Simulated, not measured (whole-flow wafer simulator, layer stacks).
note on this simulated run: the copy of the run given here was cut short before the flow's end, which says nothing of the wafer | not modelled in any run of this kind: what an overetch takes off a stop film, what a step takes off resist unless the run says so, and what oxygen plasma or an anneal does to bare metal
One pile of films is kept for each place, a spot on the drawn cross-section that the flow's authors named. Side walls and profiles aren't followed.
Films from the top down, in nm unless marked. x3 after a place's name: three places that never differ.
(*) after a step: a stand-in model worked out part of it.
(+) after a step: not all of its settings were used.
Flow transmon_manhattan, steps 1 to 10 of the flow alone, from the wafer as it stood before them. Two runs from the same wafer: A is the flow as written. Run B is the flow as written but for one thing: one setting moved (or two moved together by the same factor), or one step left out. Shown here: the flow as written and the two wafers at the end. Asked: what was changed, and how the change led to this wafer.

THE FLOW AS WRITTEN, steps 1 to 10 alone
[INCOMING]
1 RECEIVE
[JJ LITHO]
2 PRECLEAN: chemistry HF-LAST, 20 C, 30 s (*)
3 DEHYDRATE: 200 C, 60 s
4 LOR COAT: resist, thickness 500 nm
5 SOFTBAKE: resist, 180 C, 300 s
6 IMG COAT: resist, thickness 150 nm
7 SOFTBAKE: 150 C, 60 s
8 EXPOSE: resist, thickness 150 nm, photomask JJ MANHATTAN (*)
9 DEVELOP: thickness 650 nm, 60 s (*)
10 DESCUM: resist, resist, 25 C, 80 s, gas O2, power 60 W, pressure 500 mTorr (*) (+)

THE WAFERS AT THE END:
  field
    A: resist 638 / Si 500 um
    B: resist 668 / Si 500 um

The cause: step 6, IMG COAT: thickness 180 nm was run, where the flow has thickness 150 nm.

How the change led to this, step by step:
  6 IMG COAT: resist, thickness 150 nm
      field, chan_a x2: A resist +150 | B resist +180
  9 DEVELOP: thickness 650 nm, 60 s (*)
      chan_a x2: A resist -650 (all of it) | B resist -680 (all of it)
